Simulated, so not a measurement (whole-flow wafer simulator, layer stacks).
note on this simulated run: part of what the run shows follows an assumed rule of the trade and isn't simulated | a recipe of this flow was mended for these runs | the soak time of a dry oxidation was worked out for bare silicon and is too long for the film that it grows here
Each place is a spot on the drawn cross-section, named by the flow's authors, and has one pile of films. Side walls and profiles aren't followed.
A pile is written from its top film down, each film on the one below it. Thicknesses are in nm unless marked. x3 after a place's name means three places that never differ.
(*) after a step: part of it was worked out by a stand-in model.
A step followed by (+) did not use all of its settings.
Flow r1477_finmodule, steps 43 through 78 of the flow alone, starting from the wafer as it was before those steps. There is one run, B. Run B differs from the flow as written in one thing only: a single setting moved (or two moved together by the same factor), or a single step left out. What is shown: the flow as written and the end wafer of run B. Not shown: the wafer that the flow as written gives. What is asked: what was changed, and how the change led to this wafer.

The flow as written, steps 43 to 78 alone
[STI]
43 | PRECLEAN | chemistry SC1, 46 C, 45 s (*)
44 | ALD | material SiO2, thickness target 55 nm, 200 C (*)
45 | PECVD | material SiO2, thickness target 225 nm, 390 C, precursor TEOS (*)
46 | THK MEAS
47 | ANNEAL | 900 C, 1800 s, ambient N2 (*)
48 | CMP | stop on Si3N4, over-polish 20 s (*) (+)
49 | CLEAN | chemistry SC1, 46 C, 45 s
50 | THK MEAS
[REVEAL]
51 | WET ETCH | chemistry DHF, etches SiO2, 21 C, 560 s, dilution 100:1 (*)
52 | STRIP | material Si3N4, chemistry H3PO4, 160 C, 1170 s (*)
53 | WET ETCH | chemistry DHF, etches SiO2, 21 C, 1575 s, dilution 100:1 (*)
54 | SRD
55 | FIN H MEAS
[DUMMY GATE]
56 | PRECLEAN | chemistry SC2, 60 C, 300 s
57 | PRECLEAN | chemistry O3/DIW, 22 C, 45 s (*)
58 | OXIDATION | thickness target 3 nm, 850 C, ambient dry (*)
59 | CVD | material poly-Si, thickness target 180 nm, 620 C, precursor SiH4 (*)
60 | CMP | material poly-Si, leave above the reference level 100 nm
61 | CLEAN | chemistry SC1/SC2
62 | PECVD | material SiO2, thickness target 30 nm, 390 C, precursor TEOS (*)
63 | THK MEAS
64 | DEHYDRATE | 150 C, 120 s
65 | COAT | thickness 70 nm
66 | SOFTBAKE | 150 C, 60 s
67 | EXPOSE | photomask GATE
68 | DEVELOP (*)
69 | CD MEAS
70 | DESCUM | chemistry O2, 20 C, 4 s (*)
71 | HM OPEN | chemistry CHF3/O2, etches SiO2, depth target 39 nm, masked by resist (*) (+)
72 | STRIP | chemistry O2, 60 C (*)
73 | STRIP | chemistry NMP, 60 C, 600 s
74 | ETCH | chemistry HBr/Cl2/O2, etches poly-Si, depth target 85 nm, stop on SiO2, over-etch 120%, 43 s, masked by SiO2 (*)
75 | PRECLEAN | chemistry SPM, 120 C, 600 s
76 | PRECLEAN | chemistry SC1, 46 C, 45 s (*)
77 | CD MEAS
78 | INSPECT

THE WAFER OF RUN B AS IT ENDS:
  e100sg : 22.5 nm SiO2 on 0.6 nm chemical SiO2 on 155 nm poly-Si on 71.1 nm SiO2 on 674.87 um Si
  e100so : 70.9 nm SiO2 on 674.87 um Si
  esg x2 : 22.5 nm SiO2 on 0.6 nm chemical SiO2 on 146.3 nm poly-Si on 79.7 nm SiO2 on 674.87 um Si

Cause: step 44, ALD: thickness target 22 nm was run, whereas the flow has thickness target 55 nm.

The path from the change to this, step by step:
  44 | ALD | material SiO2, thickness target 55 nm, 200 C (*)
      elg x4, elo x4: SiO2 gains 22 (new film) (it would be, as written: SiO2 gains 55 (new film))
      s40sg_line x3, s40so_line x3: SiO2 gains 22 (it would be, as written: SiO2 gains 55)
      (also at 22 further places)
  45 | PECVD | material SiO2, thickness target 225 nm, 390 C, precursor TEOS (*)
      e100sg, e200sg, e100so, e200so: SiO2 gains 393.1 (it would be, as written: SiO2 gains 225)
      s40sg x2, s40so x2: SiO2 gains 433.7 (it would be, as written: SiO2 gains 225)
      (also at 6 further places)
  47 | ANNEAL | 900 C, 1800 s, ambient N2 (*)
      s40sg x2, s45cg x2, s40so x2, s45co x2: SiO2 loses 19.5 (it would be, as written: SiO2 loses 10.1)
      e100sg, e200sg, e100so, e200so: SiO2 loses 17.7 (it would be, as written: SiO2 loses 10.1)
      (also at 2 further places)
  48 | CMP | stop on Si3N4, over-polish 20 s (*) (+)
      elg x4, elo x4: SiO2 loses 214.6 (it would be, as written: SiO2 loses 247.6)
      s40sg_line x3, s40so_line x3: SiO2 loses 254 (all of it), Si3N4 loses 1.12 (it would be, as written: SiO2 loses 287 (all of it), Si3N4 loses 1.12)
      (also at 22 further places)
  51 | WET ETCH | chemistry DHF, etches SiO2, 21 C, 560 s, dilution 100:1 (*)
      e100sg, e200sg, s40sg x2, s45cg x2, e100so, e200so, s40so x2, s45co x2: SiO2 loses 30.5 (it would be, as written: SiO2 loses 28.1)
  53 | WET ETCH | chemistry DHF, etches SiO2, 21 C, 1575 s, dilution 100:1 (*)
      e100sg, e200sg, s40sg x2, s45cg x2, e100so, e200so, s40so x2, s45co x2: SiO2 loses 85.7 (it would be, as written: SiO2 loses 79.1)
  59 | CVD | material poly-Si, thickness target 180 nm, 620 C, precursor SiH4 (*)
      e100sg, s40sg x2, s45cg x2, e100so, s40so x2, s45co x2: poly-Si gains 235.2 (new film) (it would be, as written: poly-Si gains 226.3 (new film))
      e200sg, e200so: poly-Si gains 235.2 (new film) (it would be, as written: poly-Si gains 219.2 (new film))
  60 | CMP | material poly-Si, leave above the reference level 100 nm
      e200sg, e200so: poly-Si loses 80 (it would be, as written: poly-Si loses 72.9)
  74 | ETCH | chemistry HBr/Cl2/O2, etches poly-Si, depth target 85 nm, stop on SiO2, over-etch 120%, 43 s, masked by SiO2 (*)
      e100so, e200so, s40so x2, s45co x2: chemical SiO2 loses 1.12 (all of it), poly-Si loses 152.8 (all of it), SiO2 loses 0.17 (it would be, as written: chemical SiO2 loses 1.12 (all of it), poly-Si loses 143.9 (all of it), SiO2 loses 0.22)
